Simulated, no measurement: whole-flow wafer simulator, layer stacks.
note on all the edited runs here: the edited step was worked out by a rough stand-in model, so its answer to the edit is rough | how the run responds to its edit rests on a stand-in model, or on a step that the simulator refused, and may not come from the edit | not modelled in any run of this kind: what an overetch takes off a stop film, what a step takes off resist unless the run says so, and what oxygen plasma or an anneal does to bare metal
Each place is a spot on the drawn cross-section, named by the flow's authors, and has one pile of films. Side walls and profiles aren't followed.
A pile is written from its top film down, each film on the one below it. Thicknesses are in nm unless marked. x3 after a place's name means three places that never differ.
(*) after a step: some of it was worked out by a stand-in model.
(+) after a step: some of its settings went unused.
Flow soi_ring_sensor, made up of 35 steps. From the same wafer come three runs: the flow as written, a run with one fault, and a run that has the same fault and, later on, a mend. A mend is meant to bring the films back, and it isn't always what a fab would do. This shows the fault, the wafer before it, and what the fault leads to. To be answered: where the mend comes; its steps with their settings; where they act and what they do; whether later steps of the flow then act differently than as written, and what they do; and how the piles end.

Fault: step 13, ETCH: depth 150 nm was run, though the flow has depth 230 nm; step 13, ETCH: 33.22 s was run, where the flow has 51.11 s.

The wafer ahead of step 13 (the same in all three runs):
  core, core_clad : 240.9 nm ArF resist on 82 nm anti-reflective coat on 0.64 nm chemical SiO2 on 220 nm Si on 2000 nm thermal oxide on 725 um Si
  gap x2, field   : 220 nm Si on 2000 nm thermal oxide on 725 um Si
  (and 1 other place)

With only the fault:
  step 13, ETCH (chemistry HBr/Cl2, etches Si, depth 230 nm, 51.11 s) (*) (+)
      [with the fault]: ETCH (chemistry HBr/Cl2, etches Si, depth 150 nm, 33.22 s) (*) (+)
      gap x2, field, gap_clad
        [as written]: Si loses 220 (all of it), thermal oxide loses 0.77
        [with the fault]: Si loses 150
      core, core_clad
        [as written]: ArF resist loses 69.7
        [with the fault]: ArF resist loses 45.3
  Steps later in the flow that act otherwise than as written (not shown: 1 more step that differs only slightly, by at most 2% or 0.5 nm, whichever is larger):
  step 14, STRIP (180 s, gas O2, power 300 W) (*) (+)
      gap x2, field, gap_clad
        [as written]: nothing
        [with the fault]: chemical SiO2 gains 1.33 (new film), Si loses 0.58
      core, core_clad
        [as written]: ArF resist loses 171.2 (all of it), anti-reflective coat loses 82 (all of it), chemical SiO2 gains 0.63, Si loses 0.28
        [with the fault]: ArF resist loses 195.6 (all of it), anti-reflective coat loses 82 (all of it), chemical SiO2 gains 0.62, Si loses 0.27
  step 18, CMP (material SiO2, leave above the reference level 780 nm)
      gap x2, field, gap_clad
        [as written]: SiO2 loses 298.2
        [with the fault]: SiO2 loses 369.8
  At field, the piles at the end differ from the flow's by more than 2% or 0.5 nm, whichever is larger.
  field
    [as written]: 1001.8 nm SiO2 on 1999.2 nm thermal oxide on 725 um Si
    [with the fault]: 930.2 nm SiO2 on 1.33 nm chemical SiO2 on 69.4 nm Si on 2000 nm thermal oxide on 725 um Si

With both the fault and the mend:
  The mend follows step 13.
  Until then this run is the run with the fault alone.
  step 13a, ETCH (chemistry HBr/Cl2, etches Si, depth 80 nm, 17.78 s) (*) (+) (the flow's step 13 again, with other settings)
      gap x2, field, gap_clad
        Si loses 70 (all of it), thermal oxide loses 0.77
      core, core_clad
        ArF resist loses 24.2
  None of the later steps of the flow differs from how it acts as written, at any place that is followed, by more than 2% or 0.5 nm, whichever is larger.
  The piles end the same as the flow's at every place that both follow.
